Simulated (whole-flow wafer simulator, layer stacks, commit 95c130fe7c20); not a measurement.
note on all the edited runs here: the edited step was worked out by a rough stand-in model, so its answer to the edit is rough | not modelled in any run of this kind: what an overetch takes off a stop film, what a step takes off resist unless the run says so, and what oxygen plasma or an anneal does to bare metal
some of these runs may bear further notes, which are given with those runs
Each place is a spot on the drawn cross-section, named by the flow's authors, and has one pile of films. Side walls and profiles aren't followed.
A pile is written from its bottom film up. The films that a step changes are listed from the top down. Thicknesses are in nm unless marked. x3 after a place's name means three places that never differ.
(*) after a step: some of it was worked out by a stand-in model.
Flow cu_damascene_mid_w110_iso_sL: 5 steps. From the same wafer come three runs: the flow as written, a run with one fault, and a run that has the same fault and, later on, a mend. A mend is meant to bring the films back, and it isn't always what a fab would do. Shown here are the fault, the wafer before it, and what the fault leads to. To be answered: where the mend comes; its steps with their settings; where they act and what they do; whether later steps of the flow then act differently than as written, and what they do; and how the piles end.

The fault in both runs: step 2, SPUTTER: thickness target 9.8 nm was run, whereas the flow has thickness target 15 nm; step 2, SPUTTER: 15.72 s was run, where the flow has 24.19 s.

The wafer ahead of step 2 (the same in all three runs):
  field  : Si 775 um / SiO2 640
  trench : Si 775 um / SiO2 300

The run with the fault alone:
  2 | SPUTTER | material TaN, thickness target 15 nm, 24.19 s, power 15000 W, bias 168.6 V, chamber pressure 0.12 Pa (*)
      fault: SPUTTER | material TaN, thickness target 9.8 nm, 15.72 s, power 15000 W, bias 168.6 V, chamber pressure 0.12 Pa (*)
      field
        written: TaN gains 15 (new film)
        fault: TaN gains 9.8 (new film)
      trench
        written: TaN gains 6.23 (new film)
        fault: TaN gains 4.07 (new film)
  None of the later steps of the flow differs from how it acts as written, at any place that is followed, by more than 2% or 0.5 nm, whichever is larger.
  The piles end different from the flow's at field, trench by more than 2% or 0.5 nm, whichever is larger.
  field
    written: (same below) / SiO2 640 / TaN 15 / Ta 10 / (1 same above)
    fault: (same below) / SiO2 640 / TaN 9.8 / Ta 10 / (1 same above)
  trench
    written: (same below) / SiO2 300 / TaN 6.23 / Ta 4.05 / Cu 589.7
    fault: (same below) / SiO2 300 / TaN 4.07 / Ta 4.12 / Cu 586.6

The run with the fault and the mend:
  After step 2 comes the mend.
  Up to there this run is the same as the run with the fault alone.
  2a | SPUTTER | material TaN, thickness target 5.2 nm, 8.386 s, power 15000 W, bias 168.6 V, chamber pressure 0.12 Pa (*) (the flow's step 2 again, with other settings)
      field
        TaN gains 5.2
      trench
        TaN gains 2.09
  None of the later steps of the flow differs from how it acts as written, at any place that is followed, by more than 2% or 0.5 nm, whichever is larger.
  When the end is reached, the piles differ only a little from the flow's at the places that both follow, at most by 2% or 0.5 nm, whichever is larger.
